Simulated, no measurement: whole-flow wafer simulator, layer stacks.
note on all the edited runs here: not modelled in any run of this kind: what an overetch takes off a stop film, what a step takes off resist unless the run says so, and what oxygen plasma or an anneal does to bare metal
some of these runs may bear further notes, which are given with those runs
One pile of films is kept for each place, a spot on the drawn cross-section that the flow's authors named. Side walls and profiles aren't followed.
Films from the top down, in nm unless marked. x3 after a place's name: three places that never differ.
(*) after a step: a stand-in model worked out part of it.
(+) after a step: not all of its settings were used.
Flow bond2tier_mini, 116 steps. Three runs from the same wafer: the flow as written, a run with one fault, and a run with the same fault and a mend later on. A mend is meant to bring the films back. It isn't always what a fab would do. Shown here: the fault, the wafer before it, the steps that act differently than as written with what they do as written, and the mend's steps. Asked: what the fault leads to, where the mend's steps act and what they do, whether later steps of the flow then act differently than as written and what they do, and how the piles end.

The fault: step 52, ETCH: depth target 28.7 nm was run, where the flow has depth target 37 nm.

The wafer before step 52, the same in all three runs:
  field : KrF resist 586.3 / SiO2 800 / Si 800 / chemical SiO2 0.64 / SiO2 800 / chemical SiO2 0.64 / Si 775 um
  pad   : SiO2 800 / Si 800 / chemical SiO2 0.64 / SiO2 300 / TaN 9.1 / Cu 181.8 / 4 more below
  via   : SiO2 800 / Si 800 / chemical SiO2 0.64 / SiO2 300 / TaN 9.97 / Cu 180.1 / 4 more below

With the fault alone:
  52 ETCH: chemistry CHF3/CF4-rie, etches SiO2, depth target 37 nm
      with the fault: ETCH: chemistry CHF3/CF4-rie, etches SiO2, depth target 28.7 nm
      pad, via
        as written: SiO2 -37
        with the fault: SiO2 -28.7
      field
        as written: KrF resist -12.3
        with the fault: KrF resist -9.57
  No later step of the flow acts differently than as written, at any place that is followed, by more than 2% or 0.5 nm, whichever is larger.
  At the end the piles differ from the flow's by more than 2% or 0.5 nm, whichever is larger, at pad.
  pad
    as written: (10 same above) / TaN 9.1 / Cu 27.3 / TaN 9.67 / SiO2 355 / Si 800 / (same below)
    with the fault: (10 same above) / TaN 9.1 / Cu 19 / TaN 9.74 / SiO2 363.3 / Si 800 / (same below)

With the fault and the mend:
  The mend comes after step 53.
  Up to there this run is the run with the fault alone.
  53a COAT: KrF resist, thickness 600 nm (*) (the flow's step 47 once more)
      field
        KrF resist +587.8 (new film)
      pad
        KrF resist +612.7 (new film)
      via
        KrF resist +611.1 (new film)
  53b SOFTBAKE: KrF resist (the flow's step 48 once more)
      changes no film at any place that is followed
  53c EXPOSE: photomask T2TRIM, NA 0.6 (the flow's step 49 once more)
      changes no film at any place that is followed
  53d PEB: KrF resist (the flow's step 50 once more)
      changes no film at any place that is followed
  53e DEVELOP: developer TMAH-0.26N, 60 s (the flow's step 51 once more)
      field
        KrF resist -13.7
      pad
        KrF resist -612.7 (all of it)
      via
        KrF resist -611.1 (all of it)
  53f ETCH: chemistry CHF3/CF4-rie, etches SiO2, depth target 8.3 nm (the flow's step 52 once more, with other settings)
      pad, via
        SiO2 -8.3
      field
        KrF resist -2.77
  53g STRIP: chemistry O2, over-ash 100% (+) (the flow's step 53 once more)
      field
        KrF resist -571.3 (all of it)
  No later step of the flow acts differently than as written at any place that is followed.
  At the end the piles are the same as the flow's at every place that both follow.
